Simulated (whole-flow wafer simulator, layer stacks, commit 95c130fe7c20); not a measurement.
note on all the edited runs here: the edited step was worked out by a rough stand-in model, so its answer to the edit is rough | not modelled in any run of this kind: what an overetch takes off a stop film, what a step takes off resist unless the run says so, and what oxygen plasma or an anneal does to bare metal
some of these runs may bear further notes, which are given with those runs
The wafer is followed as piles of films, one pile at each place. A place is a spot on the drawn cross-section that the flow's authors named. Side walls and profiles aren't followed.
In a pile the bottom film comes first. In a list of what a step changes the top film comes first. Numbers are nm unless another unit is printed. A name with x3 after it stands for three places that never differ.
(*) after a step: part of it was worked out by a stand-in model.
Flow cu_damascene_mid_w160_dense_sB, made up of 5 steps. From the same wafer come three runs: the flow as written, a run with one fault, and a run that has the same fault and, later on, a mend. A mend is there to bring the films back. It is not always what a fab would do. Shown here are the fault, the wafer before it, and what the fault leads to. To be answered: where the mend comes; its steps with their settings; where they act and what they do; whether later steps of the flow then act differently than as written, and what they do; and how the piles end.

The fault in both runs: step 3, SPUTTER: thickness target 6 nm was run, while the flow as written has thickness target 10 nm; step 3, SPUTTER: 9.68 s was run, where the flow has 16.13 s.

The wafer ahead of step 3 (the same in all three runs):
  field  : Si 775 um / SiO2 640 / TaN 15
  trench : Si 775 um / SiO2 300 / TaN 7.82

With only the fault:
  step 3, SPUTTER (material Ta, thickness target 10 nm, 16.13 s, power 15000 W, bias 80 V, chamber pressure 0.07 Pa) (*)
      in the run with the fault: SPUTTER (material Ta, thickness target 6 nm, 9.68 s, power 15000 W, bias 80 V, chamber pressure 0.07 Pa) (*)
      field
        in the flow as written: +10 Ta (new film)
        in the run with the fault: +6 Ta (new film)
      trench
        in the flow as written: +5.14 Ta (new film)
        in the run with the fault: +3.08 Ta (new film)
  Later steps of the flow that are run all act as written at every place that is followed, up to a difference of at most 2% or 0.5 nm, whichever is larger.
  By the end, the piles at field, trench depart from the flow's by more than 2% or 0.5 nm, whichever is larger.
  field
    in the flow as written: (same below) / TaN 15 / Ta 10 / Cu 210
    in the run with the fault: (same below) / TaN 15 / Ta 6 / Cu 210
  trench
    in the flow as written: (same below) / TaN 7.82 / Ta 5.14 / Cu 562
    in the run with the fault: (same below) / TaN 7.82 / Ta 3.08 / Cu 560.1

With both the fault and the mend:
  The mend follows step 3.
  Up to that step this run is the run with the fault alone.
  step 3a, SPUTTER (material Ta, thickness target 4 nm, 6.452 s, power 15000 W, bias 80 V, chamber pressure 0.07 Pa) (*) (the flow's step 3 again, with other settings)
      field
        +4 Ta
      trench
        +2.02 Ta
  Later steps of the flow that are run all act as written at every place that is followed, up to a difference of at most 2% or 0.5 nm, whichever is larger.
  The piles end only slightly different from the flow's at the places that both follow, by no more than 2% or 0.5 nm, whichever is larger.
